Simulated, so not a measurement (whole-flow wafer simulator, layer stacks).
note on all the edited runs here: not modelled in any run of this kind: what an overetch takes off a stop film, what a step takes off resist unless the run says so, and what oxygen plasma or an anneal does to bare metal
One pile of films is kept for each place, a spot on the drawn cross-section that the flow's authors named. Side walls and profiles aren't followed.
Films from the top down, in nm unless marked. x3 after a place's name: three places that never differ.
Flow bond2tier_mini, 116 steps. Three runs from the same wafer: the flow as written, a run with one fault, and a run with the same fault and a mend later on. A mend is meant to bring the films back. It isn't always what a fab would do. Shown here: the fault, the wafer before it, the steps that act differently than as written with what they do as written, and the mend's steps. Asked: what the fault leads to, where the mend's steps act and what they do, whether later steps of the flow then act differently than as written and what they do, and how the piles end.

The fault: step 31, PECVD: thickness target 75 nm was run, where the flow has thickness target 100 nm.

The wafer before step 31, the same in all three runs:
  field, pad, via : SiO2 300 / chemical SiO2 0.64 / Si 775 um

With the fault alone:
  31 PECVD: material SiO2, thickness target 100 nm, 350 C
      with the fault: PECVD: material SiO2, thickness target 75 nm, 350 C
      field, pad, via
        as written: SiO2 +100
        with the fault: SiO2 +75
  No later step of the flow acts differently than as written at any place that is followed.
  At the end the piles differ from the flow's by more than 2% or 0.5 nm, whichever is larger, at field, pad.
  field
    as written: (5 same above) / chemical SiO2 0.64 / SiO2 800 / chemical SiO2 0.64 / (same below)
    with the fault: (5 same above) / chemical SiO2 0.64 / SiO2 775 / chemical SiO2 0.64 / (same below)
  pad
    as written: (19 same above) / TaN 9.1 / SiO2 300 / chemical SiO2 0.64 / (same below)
    with the fault: (19 same above) / TaN 9.1 / SiO2 275 / chemical SiO2 0.64 / (same below)

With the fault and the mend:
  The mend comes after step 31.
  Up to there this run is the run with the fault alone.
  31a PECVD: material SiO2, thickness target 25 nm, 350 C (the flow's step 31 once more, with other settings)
      field, pad, via
        SiO2 +25
  No later step of the flow acts differently than as written at any place that is followed.
  At the end the piles are the same as the flow's at every place that both follow.
